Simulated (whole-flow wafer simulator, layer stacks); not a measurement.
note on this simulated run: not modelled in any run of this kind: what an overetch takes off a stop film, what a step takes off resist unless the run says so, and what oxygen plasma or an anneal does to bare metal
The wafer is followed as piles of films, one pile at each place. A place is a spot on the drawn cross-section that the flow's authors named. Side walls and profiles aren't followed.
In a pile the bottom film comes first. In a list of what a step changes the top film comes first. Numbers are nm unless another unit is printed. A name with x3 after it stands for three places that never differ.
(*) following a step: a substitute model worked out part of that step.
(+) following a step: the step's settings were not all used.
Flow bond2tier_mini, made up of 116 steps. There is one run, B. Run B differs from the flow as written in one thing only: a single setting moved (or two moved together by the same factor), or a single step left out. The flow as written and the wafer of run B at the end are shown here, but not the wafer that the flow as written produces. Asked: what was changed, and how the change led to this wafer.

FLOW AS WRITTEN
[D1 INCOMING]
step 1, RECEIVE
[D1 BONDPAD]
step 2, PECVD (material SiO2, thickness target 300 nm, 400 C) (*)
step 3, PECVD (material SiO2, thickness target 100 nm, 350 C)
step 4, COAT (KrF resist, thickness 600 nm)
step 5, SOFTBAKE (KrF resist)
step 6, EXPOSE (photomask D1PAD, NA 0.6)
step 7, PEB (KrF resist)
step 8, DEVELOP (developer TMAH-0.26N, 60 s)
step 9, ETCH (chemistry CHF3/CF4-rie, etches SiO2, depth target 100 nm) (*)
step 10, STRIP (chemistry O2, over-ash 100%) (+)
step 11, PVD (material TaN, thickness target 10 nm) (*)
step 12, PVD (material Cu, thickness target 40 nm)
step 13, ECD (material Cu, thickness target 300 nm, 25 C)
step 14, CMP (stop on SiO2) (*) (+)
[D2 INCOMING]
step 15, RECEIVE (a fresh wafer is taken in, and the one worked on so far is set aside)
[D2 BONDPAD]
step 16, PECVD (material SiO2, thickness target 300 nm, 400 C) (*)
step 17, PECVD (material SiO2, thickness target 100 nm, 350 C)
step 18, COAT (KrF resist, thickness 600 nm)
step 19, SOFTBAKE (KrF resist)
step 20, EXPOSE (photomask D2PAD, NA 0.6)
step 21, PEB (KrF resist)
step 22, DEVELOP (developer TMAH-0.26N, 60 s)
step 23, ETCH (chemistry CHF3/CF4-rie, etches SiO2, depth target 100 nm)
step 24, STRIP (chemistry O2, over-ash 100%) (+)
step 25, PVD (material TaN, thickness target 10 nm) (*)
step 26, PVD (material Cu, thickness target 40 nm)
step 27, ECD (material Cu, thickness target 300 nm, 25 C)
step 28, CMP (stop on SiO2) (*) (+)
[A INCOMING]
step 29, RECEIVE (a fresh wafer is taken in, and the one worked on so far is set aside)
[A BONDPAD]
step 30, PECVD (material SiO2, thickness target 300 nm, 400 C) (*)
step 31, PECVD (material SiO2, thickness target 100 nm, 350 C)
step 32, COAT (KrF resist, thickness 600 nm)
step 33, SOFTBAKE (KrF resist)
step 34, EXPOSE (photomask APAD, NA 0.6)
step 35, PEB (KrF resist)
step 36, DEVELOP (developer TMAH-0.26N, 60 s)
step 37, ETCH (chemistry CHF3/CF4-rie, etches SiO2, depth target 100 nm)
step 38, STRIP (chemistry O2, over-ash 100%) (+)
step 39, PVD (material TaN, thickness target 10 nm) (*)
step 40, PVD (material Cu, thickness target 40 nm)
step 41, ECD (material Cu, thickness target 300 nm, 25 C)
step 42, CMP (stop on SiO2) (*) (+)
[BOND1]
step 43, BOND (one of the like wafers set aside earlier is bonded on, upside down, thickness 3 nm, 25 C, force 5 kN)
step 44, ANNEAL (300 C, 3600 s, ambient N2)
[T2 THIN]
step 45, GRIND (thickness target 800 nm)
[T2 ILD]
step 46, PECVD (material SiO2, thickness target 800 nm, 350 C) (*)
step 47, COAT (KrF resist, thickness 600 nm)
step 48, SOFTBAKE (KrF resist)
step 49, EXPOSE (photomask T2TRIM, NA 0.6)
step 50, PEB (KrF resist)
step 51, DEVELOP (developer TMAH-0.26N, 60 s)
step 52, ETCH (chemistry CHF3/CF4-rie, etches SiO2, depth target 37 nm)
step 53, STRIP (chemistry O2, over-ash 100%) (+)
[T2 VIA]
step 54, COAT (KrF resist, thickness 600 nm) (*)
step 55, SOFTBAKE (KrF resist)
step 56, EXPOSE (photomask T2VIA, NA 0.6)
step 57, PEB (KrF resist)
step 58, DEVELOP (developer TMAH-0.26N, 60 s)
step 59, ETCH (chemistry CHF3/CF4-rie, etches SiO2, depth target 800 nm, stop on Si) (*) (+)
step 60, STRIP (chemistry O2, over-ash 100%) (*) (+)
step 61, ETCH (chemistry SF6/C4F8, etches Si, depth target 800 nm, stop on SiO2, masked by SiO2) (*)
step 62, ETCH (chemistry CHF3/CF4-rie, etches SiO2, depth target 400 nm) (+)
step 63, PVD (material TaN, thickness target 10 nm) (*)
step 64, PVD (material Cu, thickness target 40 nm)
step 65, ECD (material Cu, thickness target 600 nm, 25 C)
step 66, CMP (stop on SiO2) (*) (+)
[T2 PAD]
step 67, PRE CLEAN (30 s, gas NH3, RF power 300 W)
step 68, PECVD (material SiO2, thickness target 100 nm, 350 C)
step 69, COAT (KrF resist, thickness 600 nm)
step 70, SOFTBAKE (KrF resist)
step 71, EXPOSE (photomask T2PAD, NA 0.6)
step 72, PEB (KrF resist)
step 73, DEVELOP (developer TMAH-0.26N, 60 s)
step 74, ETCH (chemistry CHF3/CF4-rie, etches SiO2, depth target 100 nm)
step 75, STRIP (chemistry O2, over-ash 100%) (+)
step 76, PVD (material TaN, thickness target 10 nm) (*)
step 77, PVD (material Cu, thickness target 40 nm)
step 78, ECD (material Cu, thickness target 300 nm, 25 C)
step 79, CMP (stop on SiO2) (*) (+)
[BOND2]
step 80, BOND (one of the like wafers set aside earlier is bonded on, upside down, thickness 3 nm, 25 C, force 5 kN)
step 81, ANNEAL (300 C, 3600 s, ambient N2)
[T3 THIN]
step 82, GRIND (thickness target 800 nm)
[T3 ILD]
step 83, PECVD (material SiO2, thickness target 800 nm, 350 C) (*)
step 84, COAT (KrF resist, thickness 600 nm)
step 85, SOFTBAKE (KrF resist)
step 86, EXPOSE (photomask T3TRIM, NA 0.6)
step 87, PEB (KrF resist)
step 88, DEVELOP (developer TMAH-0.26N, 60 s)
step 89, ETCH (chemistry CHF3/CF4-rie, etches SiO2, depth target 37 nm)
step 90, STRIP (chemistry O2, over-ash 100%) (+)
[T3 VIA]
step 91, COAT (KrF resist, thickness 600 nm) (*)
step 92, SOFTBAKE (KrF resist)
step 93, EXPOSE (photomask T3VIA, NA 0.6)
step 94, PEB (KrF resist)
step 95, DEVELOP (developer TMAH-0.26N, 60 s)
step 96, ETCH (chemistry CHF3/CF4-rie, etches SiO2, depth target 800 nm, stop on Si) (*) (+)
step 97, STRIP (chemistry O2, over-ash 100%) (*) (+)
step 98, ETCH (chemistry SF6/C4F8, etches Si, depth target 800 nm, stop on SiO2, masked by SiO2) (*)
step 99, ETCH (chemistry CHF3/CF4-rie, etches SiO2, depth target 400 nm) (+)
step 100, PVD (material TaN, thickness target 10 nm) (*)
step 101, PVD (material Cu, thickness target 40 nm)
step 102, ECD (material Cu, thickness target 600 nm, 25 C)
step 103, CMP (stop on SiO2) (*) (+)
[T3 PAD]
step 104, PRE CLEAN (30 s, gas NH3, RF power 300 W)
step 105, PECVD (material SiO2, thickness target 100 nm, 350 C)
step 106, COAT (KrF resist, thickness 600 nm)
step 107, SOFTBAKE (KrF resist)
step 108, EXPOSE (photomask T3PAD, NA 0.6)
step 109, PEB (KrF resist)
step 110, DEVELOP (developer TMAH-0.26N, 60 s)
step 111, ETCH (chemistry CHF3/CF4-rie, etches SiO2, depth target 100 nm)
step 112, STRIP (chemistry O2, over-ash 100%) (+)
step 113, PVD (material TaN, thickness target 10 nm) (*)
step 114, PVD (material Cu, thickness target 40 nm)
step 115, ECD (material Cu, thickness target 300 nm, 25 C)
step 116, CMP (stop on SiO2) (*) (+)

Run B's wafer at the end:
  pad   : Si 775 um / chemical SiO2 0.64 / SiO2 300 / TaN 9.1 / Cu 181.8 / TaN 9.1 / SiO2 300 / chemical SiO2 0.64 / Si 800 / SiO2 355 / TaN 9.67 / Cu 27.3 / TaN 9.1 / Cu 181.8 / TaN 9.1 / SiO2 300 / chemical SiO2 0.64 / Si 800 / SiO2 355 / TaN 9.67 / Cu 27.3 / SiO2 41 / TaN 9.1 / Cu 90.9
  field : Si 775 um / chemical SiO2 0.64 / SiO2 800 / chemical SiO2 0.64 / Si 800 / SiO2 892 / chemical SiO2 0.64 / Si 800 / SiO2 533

The reason: step 105, PECVD: thickness target 141 nm was run, though the flow has thickness target 100 nm.

Step by step, how the change led to this:
  step 105, PECVD (material SiO2, thickness target 100 nm, 350 C)
      field: SiO2 gains 141 (as written it would have been: SiO2 gains 100)
      pad: SiO2 gains 141 (new film) (as written it would have been: SiO2 gains 100 (new film))
  step 111, ETCH (chemistry CHF3/CF4-rie, etches SiO2, depth target 100 nm)
      pad: SiO2 loses 100 (as written it would have been: SiO2 loses 100 (all of it))
With metal films that touch counted as one body, pad has 4 bodies (between them, from the top down: SiO2 41; SiO2 355 / Si 800 / chemical SiO2 0.64 / SiO2 300; SiO2 355 / Si 800 / chemical SiO2 0.64 / SiO2 300); the flow as written gives 3 bodies (between them, from the top down: SiO2 355 / Si 800 / chemical SiO2 0.64 / SiO2 300; SiO2 355 / Si 800 / chemical SiO2 0.64 / SiO2 300).
